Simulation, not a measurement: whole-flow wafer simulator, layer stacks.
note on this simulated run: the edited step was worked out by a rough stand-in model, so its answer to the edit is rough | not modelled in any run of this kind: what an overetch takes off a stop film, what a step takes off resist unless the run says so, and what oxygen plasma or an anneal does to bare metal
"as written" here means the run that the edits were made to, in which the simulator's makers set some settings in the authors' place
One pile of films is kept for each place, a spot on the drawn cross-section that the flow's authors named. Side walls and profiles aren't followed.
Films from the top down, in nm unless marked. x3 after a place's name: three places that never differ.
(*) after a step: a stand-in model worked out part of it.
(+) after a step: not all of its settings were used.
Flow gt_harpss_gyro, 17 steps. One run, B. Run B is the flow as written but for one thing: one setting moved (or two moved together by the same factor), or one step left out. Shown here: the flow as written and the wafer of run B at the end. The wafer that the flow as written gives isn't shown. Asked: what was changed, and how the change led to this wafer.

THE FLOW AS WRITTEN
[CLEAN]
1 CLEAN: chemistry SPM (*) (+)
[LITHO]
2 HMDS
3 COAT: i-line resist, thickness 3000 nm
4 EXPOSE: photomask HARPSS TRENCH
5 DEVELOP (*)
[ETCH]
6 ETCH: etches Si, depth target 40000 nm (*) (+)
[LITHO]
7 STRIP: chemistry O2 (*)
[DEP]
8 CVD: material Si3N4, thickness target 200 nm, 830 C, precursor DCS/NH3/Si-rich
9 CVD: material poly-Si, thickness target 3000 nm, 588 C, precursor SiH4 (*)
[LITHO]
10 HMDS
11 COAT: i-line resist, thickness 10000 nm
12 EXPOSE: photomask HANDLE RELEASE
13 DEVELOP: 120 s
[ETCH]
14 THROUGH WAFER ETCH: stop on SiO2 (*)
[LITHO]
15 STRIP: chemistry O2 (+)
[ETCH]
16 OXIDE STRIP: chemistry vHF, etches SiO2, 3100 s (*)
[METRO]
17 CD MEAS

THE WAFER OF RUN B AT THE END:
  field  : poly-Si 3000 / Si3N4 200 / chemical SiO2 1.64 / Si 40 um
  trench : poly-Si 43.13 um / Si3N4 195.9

The cause: step 6, ETCH: depth target 58000 nm was run, where the flow has depth target 40000 nm.

How the change led to this, step by step:
  6 ETCH: etches Si, depth target 40000 nm (*) (+)
      trench: chemical SiO2 -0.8 (all of it), Si -40 um (all of it), SiO2 -120 (as written it would be: chemical SiO2 -0.8 (all of it), Si -40 um (all of it))
      field: i-line resist -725 (as written it would be: i-line resist -500)
  7 STRIP: chemistry O2 (*)
      field: i-line resist -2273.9 (all of it), chemical SiO2 +0.84, Si -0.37 (as written it would be: i-line resist -2498.9 (all of it), chemical SiO2 +0.87, Si -0.38)
  9 CVD: material poly-Si, thickness target 3000 nm, 588 C, precursor SiH4 (*)
      trench: poly-Si +43.13 um (new film) (as written it would be: poly-Si +43.01 um (new film))
  16 OXIDE STRIP: chemistry vHF, etches SiO2, 3100 s (*)
      trench: under 2 films: SiO2 -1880 (all of it) (as written it would be: under 2 films: SiO2 -2000 (all of it))
